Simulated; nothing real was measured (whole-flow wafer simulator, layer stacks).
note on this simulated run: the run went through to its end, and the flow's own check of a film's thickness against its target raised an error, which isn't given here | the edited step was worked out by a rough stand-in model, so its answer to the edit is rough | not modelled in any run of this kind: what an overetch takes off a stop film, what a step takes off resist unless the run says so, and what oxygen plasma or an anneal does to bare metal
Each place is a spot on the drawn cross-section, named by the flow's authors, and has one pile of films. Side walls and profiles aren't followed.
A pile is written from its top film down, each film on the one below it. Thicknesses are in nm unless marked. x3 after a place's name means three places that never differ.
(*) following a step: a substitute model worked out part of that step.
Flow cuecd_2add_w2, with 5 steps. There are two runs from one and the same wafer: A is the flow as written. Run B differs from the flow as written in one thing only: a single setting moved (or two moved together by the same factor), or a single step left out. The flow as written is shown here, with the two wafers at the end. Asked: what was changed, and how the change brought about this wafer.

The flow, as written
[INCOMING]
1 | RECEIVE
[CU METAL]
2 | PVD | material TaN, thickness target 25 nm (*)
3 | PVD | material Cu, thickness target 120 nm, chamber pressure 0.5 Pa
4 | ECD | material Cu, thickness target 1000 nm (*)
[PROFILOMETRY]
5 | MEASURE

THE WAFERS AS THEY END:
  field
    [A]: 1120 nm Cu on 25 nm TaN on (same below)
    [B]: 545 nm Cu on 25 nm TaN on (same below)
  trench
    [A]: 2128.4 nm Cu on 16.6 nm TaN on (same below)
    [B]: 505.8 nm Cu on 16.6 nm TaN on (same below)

What caused this: step 4, ECD: thickness target 425 nm was run, while the flow as written has thickness target 1000 nm.

Step by step, how the change led to this:
  4 | ECD | material Cu, thickness target 1000 nm (*)
      field: A Cu gains 1000 | B Cu gains 425
      trench: A Cu gains 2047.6 | B Cu gains 425
